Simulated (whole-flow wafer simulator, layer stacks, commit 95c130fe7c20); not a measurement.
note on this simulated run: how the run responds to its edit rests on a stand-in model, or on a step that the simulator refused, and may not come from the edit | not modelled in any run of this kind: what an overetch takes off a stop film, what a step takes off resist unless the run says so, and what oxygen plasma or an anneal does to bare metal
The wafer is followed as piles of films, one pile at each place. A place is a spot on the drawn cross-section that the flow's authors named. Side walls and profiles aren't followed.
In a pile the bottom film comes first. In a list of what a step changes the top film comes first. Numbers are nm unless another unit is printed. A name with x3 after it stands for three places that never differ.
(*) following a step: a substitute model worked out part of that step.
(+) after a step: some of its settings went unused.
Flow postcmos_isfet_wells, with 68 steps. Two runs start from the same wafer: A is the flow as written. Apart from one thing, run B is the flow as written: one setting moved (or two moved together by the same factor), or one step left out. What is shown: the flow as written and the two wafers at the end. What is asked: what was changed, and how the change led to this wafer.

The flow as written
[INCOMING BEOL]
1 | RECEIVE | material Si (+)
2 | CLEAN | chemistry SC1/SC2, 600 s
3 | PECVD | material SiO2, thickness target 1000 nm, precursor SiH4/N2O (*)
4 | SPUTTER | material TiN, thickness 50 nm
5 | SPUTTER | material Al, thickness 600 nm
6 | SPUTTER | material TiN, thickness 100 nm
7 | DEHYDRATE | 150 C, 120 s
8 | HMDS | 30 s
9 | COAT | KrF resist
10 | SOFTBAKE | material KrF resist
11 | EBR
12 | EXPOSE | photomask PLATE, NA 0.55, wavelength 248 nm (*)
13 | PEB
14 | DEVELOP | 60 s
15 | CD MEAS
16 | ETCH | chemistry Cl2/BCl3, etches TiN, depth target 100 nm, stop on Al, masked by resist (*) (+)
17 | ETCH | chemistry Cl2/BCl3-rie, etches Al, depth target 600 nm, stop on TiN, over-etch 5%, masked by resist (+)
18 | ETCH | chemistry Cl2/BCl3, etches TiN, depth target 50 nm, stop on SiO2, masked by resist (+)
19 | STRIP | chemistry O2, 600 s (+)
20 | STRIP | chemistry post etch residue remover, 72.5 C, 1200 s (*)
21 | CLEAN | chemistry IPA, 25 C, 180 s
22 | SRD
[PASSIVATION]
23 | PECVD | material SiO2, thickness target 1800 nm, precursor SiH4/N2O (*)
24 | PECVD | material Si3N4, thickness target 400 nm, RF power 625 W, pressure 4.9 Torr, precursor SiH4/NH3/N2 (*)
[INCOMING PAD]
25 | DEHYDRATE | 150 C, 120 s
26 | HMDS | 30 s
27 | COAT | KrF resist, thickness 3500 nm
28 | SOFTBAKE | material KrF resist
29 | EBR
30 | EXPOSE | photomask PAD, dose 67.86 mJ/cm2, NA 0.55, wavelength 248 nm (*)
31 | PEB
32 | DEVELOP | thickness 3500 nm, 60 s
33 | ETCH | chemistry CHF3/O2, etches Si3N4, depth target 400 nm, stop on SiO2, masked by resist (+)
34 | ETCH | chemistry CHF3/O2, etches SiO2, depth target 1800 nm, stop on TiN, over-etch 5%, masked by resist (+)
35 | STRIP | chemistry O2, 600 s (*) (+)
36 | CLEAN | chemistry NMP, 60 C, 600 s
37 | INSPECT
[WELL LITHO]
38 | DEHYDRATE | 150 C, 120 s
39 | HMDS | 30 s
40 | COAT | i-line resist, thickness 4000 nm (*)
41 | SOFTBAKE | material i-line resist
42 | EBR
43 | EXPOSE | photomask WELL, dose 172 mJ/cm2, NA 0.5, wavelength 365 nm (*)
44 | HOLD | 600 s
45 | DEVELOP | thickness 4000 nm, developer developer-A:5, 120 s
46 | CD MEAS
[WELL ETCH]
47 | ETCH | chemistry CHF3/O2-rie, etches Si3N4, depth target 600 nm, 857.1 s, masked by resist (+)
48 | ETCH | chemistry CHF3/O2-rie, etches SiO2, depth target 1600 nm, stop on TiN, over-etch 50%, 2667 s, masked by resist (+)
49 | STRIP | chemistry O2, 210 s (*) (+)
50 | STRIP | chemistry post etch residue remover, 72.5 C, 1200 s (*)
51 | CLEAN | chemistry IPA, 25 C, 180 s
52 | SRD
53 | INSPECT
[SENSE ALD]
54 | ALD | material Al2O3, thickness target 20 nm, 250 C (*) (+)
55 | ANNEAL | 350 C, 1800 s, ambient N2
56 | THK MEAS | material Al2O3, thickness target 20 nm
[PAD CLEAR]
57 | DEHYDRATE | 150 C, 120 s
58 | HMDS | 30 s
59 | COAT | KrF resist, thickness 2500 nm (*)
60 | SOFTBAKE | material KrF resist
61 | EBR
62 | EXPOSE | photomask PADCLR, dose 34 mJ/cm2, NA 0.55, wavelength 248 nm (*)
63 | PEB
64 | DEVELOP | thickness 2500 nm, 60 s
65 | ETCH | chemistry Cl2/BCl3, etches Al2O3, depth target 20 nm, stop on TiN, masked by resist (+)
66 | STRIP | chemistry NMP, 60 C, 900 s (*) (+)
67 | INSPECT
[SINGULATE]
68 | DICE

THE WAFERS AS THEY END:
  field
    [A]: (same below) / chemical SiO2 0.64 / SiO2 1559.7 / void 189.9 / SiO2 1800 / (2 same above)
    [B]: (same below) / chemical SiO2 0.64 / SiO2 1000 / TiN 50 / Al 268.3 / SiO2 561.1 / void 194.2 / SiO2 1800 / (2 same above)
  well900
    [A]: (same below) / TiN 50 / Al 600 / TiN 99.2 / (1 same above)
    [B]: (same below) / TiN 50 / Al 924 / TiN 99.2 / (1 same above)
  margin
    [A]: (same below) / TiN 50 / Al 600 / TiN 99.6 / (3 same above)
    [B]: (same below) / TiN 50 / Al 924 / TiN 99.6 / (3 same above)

Cause: step 5, SPUTTER: thickness 924 nm was run, though the flow has thickness 600 nm.
The wafer lets one read it off: well900 has Al 924, and step 5 as written asks for 600 nm.

Step by step, how the change led to this:
  5 | SPUTTER | material Al, thickness 600 nm
      field, margin, well900, well1300 x3, pad_rim, pad_clr, pad_open: A Al gains 600 (new film) | B Al gains 924 (new film)
  17 | ETCH | chemistry Cl2/BCl3-rie, etches Al, depth target 600 nm, stop on TiN, over-etch 5%, masked by resist (+)
      field: A Al loses 600 (all of it) | B Al loses 600
  18 | ETCH | chemistry Cl2/BCl3, etches TiN, depth target 50 nm, stop on SiO2, masked by resist (+)
      field: A TiN loses 50 (all of it) | B Al loses 50
  20 | STRIP | chemistry post etch residue remover, 72.5 C, 1200 s (*)
      field: A nothing | B Al loses 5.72
  23 | PECVD | material SiO2, thickness target 1800 nm, precursor SiH4/N2O (*)
      field: A SiO2 gains 1800 (new film), void gains 189.9 (new film), SiO2 gains 559.7 | B SiO2 gains 1800 (new film), void gains 194.2 (new film), SiO2 gains 561.1 (new film)
If metal films that touch count as one body, field has 1 body; the flow as written gives 0 bodies.
